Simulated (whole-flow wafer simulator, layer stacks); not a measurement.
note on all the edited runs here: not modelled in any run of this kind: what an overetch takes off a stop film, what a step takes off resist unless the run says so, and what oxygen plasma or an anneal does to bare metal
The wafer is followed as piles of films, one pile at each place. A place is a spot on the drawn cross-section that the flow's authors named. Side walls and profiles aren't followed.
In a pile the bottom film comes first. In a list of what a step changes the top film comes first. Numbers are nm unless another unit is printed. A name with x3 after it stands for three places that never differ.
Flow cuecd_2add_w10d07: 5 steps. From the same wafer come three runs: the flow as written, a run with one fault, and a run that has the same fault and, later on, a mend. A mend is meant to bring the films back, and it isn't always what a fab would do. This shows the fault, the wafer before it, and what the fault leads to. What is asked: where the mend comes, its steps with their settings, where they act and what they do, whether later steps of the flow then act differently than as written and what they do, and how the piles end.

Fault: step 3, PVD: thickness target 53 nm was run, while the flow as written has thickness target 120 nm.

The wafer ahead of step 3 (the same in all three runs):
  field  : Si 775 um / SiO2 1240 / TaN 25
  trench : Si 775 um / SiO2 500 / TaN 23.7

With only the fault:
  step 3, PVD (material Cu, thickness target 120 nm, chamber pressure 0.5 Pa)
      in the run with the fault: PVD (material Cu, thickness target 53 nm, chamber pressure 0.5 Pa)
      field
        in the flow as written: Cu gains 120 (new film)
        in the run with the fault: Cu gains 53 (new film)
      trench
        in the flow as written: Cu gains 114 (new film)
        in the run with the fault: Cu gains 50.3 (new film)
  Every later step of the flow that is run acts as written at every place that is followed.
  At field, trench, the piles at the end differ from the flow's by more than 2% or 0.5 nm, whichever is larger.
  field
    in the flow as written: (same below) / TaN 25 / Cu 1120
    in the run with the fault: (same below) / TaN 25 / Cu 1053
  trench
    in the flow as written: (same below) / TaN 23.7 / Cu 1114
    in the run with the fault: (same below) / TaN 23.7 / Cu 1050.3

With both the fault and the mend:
  The mend follows step 3.
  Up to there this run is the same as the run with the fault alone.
  step 3a, ETCH (chemistry cu recess dil, depth target 60.9 nm)
      field
        Cu loses 53 (all of it)
      trench
        Cu loses 50.3 (all of it)
  step 3b, PVD (material Cu, thickness target 120 nm, chamber pressure 0.5 Pa) (a further turn of the flow's step 3)
      field
        Cu gains 120 (new film)
      trench
        Cu gains 114 (new film)
  Every later step of the flow that is run acts as written at every place that is followed.
  By the end, the piles equal the flow's at every place that both follow.
